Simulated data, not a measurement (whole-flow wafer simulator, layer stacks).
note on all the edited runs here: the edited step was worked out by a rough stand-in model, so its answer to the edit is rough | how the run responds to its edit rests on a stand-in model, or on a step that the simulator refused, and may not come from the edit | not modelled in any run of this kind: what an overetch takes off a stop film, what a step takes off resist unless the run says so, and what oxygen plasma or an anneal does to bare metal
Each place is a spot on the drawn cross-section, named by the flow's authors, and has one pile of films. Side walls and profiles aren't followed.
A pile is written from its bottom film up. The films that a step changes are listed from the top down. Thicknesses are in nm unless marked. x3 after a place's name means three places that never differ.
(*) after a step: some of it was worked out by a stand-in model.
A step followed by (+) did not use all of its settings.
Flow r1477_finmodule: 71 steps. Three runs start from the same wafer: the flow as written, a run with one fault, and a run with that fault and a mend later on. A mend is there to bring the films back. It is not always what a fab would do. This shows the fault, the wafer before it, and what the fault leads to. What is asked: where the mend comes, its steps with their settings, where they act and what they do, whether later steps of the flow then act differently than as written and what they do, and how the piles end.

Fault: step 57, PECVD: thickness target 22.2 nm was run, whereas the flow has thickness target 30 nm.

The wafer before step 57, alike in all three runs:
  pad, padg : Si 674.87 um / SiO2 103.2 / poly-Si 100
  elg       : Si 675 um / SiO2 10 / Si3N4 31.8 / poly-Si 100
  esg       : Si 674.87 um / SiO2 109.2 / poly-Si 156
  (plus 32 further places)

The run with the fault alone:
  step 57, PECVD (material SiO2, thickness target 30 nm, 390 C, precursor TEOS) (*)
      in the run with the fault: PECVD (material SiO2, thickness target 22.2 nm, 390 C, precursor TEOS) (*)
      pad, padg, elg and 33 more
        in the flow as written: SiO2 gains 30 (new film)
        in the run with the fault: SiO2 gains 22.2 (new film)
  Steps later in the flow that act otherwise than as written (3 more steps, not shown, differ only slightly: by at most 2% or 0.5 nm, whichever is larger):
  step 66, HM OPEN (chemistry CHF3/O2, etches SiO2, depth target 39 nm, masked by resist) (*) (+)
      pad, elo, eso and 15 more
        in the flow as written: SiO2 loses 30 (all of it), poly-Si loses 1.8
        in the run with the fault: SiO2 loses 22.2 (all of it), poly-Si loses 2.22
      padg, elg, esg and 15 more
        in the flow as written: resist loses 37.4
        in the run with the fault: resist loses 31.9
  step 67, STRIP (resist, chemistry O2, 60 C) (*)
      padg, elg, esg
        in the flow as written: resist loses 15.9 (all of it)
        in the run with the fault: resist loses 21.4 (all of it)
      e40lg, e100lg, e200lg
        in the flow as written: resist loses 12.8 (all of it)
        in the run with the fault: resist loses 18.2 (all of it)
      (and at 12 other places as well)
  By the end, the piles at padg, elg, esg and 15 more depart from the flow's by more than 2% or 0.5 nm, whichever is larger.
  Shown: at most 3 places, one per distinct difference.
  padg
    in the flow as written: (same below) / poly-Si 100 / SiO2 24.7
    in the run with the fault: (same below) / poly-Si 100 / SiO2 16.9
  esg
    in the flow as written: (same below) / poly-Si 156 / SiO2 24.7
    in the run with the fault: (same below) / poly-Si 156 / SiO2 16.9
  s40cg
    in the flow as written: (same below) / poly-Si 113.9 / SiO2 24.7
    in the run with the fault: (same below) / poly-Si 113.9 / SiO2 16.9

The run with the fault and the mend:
  The mend stands after step 58.
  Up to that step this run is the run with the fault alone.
  step 58a, PECVD (material SiO2, thickness target 7.8 nm, 390 C, precursor TEOS) (*) (the flow's step 57, run once more with other settings)
      pad, padg, elg and 33 more
        SiO2 gains 7.8
  Later steps of the flow that are run all act as written at every place that is followed.
  The piles end the same as the flow's at every place that both follow.
